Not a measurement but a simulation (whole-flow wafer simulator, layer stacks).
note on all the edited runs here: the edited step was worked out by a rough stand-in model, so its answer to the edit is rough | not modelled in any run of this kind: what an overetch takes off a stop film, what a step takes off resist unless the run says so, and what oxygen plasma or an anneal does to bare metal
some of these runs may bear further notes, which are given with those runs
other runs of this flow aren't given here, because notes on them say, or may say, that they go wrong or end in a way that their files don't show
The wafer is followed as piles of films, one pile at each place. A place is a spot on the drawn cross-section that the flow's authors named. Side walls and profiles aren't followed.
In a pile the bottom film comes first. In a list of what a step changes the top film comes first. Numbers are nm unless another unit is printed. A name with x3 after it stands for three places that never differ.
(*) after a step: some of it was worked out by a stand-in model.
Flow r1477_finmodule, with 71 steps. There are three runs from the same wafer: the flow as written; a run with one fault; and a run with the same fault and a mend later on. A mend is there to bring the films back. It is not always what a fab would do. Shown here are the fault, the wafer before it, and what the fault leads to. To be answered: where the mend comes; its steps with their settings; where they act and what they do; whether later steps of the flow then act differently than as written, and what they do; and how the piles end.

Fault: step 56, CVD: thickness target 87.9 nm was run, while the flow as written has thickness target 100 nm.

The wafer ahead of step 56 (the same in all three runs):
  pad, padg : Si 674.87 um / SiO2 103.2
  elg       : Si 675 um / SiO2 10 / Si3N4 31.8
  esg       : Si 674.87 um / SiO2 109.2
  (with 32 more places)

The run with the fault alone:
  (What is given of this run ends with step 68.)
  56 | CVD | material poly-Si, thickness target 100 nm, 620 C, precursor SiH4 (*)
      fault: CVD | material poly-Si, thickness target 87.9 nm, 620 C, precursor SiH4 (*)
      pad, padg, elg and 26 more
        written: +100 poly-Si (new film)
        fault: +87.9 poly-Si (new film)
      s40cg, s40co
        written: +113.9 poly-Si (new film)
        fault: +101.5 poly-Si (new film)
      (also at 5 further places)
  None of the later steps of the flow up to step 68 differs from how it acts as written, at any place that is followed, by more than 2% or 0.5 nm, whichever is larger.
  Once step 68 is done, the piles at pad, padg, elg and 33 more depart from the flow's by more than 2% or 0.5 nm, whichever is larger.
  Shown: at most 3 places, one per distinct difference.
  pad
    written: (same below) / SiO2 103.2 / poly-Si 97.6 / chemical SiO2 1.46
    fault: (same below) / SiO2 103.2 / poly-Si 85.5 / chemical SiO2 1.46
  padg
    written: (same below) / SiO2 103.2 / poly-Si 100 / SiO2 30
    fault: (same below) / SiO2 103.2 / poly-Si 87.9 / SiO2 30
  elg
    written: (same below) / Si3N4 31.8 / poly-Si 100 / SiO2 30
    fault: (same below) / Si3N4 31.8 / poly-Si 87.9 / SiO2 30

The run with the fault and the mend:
  After step 56 comes the mend.
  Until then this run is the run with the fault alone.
  56a | ETCH | chemistry tmah, depth target 158.6 nm
      pad, padg, elg and 26 more
        -87.9 poly-Si (all of it)
      s40cg, s40co
        -101.5 poly-Si (all of it)
      s45cg, s45co
        -100.9 poly-Si (all of it)
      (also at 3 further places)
  56b | CLEAN | chemistry SC1, 46 C, 45 s (*) (the flow's step 48, run once more)
      s40sg_line, s45sg_line, s50sg_line, s40so_line, s45so_line, s50so_line
        -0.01 SiO2
  56c | CVD | material poly-Si, thickness target 100 nm, 620 C, precursor SiH4 (*) (the flow's step 56, run once more)
      pad, padg, elg and 26 more
        +100 poly-Si (new film)
      s40cg, s40co
        +113.9 poly-Si (new film)
      s45cg, s45co
        +113.4 poly-Si (new film)
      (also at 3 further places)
  None of the later steps of the flow differs from how it acts as written, at any place that is followed, by more than 2% or 0.5 nm, whichever is larger.
  The piles end only slightly different from the flow's at the places that both follow, by no more than 2% or 0.5 nm, whichever is larger.
